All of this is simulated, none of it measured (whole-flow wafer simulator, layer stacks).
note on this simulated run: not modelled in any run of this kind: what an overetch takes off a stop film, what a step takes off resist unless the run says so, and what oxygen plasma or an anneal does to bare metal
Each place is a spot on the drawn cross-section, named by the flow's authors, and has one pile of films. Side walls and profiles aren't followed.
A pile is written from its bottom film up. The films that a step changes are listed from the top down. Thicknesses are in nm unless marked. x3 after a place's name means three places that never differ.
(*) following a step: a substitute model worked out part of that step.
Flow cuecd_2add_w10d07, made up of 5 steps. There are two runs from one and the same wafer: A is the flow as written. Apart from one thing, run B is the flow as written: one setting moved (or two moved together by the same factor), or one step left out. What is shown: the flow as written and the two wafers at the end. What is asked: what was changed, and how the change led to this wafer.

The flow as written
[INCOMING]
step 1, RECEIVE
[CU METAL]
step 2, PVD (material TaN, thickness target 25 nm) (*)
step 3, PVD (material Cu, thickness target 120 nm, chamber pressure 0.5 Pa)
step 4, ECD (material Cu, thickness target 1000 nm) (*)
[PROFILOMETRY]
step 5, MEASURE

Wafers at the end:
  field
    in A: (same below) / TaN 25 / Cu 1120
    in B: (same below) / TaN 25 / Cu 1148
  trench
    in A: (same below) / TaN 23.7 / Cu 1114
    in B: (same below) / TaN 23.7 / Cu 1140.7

The reason: step 3, PVD: thickness target 148 nm was run, whereas the flow has thickness target 120 nm.

How this came from the change, step by step:
  step 3, PVD (material Cu, thickness target 120 nm, chamber pressure 0.5 Pa)
      field: A Cu gains 120 (new film) | B Cu gains 148 (new film)
      trench: A Cu gains 114 (new film) | B Cu gains 140.7 (new film)
